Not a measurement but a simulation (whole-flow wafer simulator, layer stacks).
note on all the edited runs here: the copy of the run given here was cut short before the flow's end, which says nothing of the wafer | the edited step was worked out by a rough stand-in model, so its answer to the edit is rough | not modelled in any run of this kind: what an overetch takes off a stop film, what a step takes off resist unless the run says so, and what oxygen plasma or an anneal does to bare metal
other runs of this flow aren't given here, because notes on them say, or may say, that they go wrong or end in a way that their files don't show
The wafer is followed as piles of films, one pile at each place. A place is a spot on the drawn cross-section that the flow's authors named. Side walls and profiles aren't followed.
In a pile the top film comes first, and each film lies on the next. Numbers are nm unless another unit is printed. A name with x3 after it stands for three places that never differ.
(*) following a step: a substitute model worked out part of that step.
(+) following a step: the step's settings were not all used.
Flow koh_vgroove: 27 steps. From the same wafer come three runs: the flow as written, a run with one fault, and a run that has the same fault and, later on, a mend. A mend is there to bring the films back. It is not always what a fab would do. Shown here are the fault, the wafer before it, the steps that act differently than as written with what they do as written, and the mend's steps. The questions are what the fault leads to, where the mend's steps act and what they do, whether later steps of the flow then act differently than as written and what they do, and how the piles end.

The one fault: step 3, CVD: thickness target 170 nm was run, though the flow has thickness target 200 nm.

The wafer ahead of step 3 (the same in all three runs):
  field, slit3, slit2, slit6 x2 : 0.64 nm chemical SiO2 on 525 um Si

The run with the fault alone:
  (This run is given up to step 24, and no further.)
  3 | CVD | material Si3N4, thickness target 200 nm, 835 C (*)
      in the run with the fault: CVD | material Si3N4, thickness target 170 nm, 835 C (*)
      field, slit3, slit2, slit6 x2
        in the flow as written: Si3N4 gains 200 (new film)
        in the run with the fault: Si3N4 gains 170 (new film)
  Steps further on in the flow that do not act as written:
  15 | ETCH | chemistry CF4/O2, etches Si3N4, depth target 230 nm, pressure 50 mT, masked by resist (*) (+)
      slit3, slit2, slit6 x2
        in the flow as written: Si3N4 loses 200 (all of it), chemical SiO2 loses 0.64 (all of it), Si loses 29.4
        in the run with the fault: Si3N4 loses 170 (all of it), chemical SiO2 loses 0.64 (all of it), Si loses 59.4
  The piles after step 24 differ from the flow's at field by more than 2% or 0.5 nm, whichever is larger.
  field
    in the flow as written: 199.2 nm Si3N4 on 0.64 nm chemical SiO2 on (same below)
    in the run with the fault: 169.2 nm Si3N4 on 0.64 nm chemical SiO2 on (same below)

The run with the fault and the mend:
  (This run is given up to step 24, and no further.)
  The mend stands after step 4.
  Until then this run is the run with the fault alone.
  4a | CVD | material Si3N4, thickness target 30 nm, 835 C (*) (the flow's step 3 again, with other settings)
      field, slit3, slit2, slit6 x2
        Si3N4 gains 30
  None of the later steps of the flow up to step 24 acts differently than as written at any place that is followed.
  Once step 24 is done, the piles equal the flow's at every place that both follow.
